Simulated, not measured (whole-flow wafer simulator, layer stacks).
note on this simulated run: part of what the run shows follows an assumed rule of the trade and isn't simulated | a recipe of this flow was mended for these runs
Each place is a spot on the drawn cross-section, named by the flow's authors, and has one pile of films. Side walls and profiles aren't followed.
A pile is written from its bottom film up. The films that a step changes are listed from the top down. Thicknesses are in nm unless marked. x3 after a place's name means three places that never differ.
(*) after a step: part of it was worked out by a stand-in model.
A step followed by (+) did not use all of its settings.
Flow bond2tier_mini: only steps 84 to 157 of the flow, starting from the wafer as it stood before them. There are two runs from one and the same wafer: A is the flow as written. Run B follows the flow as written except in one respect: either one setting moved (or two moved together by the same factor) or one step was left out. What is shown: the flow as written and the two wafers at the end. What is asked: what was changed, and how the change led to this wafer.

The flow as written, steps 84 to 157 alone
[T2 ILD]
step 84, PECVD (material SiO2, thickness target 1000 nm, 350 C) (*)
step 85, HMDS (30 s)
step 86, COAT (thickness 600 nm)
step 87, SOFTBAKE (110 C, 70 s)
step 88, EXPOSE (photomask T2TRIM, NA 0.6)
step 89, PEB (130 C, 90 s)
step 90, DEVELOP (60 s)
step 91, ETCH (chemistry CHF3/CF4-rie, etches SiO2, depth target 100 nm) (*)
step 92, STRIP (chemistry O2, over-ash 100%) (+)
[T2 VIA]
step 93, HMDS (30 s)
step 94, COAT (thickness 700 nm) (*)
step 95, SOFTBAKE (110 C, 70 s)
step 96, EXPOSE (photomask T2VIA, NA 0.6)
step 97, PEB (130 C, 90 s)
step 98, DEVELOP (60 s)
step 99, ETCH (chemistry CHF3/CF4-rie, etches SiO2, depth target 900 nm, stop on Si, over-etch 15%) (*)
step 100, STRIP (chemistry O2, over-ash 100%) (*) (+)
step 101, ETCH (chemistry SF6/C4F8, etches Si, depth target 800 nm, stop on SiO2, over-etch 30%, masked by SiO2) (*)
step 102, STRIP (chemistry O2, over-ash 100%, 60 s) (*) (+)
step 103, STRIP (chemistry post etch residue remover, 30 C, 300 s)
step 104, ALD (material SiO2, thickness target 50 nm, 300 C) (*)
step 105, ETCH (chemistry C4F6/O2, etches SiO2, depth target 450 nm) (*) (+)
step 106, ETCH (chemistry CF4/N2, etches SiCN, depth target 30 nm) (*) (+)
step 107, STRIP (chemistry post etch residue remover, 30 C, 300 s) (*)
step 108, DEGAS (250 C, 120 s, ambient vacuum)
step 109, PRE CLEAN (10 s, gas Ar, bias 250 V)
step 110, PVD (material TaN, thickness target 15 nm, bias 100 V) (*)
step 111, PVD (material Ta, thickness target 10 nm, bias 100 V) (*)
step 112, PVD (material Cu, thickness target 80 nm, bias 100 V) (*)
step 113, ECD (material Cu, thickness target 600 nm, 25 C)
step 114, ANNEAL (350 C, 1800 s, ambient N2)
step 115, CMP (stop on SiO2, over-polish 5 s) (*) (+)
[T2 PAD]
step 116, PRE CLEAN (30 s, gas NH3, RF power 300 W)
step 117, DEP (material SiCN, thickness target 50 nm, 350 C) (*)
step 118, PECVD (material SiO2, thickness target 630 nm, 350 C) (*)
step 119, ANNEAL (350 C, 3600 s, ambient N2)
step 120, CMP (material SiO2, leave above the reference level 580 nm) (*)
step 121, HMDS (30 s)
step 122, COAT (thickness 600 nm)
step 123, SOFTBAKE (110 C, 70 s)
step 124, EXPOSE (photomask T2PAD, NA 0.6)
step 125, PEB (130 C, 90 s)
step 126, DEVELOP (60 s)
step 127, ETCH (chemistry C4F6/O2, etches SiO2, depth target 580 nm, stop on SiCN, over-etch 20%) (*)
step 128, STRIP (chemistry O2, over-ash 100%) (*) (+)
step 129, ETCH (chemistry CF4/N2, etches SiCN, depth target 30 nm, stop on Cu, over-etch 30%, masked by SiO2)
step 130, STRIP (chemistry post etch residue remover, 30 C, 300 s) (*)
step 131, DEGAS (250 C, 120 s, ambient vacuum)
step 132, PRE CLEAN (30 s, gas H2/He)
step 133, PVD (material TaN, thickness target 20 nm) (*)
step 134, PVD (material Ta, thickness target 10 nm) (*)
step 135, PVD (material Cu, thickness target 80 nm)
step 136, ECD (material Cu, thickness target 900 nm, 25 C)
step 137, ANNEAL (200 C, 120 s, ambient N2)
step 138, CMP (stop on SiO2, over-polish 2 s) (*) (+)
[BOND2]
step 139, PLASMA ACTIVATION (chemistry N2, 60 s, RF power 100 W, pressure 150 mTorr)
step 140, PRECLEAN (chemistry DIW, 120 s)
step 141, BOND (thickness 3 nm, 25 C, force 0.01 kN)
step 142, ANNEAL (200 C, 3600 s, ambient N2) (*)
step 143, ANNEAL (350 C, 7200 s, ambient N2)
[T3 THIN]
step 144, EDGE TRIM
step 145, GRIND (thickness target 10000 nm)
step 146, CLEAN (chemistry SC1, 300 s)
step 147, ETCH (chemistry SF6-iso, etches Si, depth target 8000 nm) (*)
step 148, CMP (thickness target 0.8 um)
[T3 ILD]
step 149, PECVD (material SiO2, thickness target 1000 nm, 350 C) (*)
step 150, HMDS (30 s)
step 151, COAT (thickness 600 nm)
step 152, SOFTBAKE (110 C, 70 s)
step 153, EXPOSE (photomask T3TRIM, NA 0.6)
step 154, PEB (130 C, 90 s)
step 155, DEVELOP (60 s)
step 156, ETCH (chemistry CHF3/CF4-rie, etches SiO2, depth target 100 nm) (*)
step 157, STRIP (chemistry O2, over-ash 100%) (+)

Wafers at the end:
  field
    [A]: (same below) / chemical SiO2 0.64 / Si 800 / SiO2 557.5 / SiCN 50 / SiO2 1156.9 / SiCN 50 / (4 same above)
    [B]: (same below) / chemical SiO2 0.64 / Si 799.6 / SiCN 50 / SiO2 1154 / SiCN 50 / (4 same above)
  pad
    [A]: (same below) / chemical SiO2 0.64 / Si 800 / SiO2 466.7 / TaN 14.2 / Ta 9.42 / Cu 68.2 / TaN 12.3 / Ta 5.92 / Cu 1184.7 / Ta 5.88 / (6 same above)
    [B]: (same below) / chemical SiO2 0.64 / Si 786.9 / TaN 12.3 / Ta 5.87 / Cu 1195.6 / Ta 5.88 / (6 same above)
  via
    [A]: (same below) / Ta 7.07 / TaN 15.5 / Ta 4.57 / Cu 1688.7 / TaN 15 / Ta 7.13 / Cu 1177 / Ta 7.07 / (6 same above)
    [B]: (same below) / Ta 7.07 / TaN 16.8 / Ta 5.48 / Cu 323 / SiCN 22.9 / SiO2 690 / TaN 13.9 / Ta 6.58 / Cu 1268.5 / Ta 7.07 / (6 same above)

The reason: step 84, PECVD: thickness target 402 nm was run, while the flow as written has thickness target 1000 nm.

How this came from the change, step by step:
  step 84, PECVD (material SiO2, thickness target 1000 nm, 350 C) (*)
      field, pad, via: A +1000 SiO2 (new film) | B +402 SiO2 (new film)
  step 99, ETCH (chemistry CHF3/CF4-rie, etches SiO2, depth target 900 nm, stop on Si, over-etch 15%) (*)
      field, pad: A -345 thick-KrF-resist | B -115.8 thick-KrF-resist
      via: A -900 SiO2 (all of it), -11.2 Si | B -302 SiO2 (all of it), -61.1 Si
  step 100, STRIP (chemistry O2, over-ash 100%) (*) (+)
      field: A -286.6 thick-KrF-resist (all of it) | B -515.8 thick-KrF-resist (all of it)
      pad: A -372.9 thick-KrF-resist (all of it) | B -602.2 thick-KrF-resist (all of it)
  step 101, ETCH (chemistry SF6/C4F8, etches Si, depth target 800 nm, stop on SiO2, over-etch 30%, masked by SiO2) (*)
      field, pad: A -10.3 SiO2 | B -9.61 SiO2
      via: A -788.8 Si (all of it), -0.64 chemical SiO2 (all of it), -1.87 SiO2 | B -738.9 Si (all of it), -0.64 chemical SiO2 (all of it), -2.37 SiO2
  step 105, ETCH (chemistry C4F6/O2, etches SiO2, depth target 450 nm) (*) (+)
      field: A -450 SiO2 | B -442.4 SiO2 (all of it), -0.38 Si
      pad: A -450 SiO2 | B -342.4 SiO2 (all of it), -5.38 Si
  step 106, ETCH (chemistry CF4/N2, etches SiCN, depth target 30 nm) (*) (+)
      field, pad: A -20 SiO2 | B nothing
  step 109, PRE CLEAN (10 s, gas Ar, bias 250 V)
      field, pad: A -3 SiO2 | B nothing
  step 110, PVD (material TaN, thickness target 15 nm, bias 100 V) (*)
      pad: A +14.2 TaN (new film) | B +15 TaN (new film)
      via: A +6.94 TaN | B +8.28 TaN
  step 111, PVD (material Ta, thickness target 10 nm, bias 100 V) (*)
      pad: A +9.42 Ta (new film) | B +10 Ta (new film)
      via: A +4.57 Ta (new film) | B +5.48 Ta (new film)
  step 112, PVD (material Cu, thickness target 80 nm, bias 100 V) (*)
      pad: A +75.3 Cu (new film) | B +80 Cu (new film)
      via: A +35 Cu (new film) | B +42.6 Cu (new film)
  step 113, ECD (material Cu, thickness target 600 nm, 25 C)
      pad: A +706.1 Cu | B +605 Cu
      via: A +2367 Cu | B +1790.1 Cu
  step 115, CMP (stop on SiO2, over-polish 5 s) (*) (+)
      field: A -680 Cu (all of it), -10 Ta (all of it), -15 TaN (all of it), -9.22 SiO2 | B -680 Cu (all of it), -10 Ta (all of it), -15 TaN (all of it)
      pad: A -711.3 Cu | B -685 Cu (all of it), -10 Ta (all of it), -15 TaN (all of it)
      (also at 1 further place)
  step 117, DEP (material SiCN, thickness target 50 nm, 350 C) (*)
      via: A +50 SiCN (new film) | B +22.9 SiCN (new film)
  step 118, PECVD (material SiO2, thickness target 630 nm, 350 C) (*)
      via: A +630 SiO2 (new film) | B +1456.8 SiO2 (new film)
  step 120, CMP (material SiO2, leave above the reference level 580 nm) (*)
      pad, via: A -50 SiO2 | B -45 SiO2
      field: A -47.1 SiO2 | B -50 SiO2
  step 127, ETCH (chemistry C4F6/O2, etches SiO2, depth target 580 nm, stop on SiCN, over-etch 20%) (*)
      via: A -580 SiO2 (all of it), -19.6 SiCN | B -696 SiO2
      pad: A -580 SiO2 (all of it), -19.6 SiCN | B -585 SiO2 (all of it), -18.7 SiCN
  ... another 5 steps ...
  step 136, ECD (material Cu, thickness target 900 nm, 25 C)
      via: A +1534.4 Cu | B +1630.1 Cu
With metal films that touch counted as one body, via has 2 bodies (between them, from the top down: SiO2 690 / SiCN 22.9); the flow as written gives 1 body.
